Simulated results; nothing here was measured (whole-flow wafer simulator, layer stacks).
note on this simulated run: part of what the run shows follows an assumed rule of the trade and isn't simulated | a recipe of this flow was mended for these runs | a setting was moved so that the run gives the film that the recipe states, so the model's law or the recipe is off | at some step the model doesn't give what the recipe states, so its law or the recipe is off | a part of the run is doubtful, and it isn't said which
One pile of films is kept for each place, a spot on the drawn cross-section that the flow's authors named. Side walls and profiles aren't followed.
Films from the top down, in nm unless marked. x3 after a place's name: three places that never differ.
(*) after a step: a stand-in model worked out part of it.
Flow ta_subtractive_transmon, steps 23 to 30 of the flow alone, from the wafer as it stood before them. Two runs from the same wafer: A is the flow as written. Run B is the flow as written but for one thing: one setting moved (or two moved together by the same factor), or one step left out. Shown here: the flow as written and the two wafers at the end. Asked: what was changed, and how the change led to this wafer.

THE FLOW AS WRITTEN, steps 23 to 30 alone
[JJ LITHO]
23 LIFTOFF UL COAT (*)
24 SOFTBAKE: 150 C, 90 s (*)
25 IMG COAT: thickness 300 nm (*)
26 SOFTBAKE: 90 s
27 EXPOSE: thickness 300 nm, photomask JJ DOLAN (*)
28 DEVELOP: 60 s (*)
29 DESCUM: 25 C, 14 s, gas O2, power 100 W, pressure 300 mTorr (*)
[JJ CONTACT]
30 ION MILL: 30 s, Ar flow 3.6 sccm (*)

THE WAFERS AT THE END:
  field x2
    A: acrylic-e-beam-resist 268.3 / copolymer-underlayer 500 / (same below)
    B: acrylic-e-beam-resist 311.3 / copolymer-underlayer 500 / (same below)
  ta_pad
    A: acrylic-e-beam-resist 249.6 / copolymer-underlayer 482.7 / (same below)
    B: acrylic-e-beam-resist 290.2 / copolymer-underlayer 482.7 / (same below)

The cause: step 25, IMG COAT: thickness 343 nm was run, where the flow has thickness 300 nm; step 27, EXPOSE: thickness 343 nm was run, where the flow has thickness 300 nm.

How the change led to this, step by step:
  25 IMG COAT: thickness 300 nm (*)
      field x2, jj_line: A acrylic-e-beam-resist +300 (new film) | B acrylic-e-beam-resist +343 (new film)
      lead: A acrylic-e-beam-resist +312.5 (new film) | B acrylic-e-beam-resist +356.8 (new film)
      (and at 2 more places)
  28 DEVELOP: 60 s (*)
      jj_line: A acrylic-e-beam-resist -300 (all of it), copolymer-underlayer -500 (all of it) | B acrylic-e-beam-resist -343 (all of it), copolymer-underlayer -500 (all of it)
      lead: A acrylic-e-beam-resist -312.5 (all of it), copolymer-underlayer -554.7 (all of it) | B acrylic-e-beam-resist -356.8 (all of it), copolymer-underlayer -554.7 (all of it)
      (and at 1 more place)
